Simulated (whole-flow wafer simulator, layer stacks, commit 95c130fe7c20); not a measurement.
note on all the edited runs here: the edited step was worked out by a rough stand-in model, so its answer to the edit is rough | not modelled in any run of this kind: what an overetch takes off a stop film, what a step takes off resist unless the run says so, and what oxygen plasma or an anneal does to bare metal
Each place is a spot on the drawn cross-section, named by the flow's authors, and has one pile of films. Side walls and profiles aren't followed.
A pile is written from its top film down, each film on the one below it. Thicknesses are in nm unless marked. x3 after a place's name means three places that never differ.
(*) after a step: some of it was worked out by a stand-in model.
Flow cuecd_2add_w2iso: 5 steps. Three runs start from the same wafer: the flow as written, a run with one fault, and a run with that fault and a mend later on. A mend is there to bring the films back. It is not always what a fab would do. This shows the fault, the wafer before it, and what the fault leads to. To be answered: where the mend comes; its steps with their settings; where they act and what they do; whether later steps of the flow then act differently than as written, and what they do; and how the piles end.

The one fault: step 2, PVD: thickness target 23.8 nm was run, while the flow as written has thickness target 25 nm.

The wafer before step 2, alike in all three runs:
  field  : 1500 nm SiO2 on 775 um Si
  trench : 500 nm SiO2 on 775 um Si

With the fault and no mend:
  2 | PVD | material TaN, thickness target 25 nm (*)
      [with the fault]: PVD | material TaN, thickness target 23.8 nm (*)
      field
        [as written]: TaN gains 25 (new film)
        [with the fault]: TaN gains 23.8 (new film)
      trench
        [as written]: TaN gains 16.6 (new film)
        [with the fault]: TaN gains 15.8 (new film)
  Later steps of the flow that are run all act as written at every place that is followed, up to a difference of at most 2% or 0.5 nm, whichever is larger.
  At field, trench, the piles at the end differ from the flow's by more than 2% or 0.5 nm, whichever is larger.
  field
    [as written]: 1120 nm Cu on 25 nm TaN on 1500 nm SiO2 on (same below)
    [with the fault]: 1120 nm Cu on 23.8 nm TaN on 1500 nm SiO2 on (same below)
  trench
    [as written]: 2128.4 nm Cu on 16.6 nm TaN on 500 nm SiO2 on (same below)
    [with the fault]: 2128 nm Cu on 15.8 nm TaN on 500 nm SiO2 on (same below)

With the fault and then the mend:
  The mend stands after step 2.
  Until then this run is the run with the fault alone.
  2a | PVD | material TaN, thickness target 1.2 nm (*) (the flow's step 2 again, with other settings)
      field
        TaN gains 1.2
      trench
        TaN gains 0.79
  Later steps of the flow that are run all act as written at every place that is followed.
  The piles end the same as the flow's at every place that both follow.
